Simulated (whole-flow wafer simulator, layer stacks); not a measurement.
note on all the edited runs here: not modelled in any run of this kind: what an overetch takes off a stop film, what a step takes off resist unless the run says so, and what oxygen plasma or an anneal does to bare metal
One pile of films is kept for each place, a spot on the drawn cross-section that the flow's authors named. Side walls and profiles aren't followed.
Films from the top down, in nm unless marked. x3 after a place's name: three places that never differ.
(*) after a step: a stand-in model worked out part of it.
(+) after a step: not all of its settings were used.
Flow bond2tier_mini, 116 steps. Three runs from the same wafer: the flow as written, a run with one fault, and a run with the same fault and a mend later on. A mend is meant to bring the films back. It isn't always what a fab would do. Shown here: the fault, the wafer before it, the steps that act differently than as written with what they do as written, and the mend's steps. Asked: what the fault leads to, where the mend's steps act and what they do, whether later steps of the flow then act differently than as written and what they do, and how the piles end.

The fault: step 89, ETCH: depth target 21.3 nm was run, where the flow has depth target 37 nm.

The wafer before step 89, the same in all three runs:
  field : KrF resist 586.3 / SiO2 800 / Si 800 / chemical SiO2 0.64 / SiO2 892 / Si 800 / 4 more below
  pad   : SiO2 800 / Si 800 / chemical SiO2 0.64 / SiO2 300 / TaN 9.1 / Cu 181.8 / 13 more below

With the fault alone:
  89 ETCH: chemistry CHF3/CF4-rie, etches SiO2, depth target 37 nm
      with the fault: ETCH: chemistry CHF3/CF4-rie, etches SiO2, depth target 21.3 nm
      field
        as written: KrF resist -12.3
        with the fault: KrF resist -7.1
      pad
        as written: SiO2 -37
        with the fault: SiO2 -21.3
  Later steps of the flow that act differently than as written (4 more steps differ only slightly, by at most 2% or 0.5 nm, whichever is larger, and aren't shown):
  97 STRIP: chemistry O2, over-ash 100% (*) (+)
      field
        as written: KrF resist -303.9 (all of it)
        with the fault: KrF resist -310.6 (all of it)
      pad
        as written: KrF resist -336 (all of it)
        with the fault: KrF resist -329 (all of it)
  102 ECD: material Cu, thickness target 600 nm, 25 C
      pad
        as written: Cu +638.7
        with the fault: Cu +622.2
  At the end the piles differ from the flow's by more than 2% or 0.5 nm, whichever is larger, at pad.
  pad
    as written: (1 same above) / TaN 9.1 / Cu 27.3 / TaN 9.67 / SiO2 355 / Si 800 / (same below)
    with the fault: (1 same above) / TaN 9.1 / Cu 11.5 / TaN 9.81 / SiO2 370.7 / Si 800 / (same below)

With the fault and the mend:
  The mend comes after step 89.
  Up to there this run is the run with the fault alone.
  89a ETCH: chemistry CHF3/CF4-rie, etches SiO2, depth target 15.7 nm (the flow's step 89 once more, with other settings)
      field
        KrF resist -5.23
      pad
        SiO2 -15.7
  No later step of the flow acts differently than as written at any place that is followed.
  At the end the piles are the same as the flow's at every place that both follow.
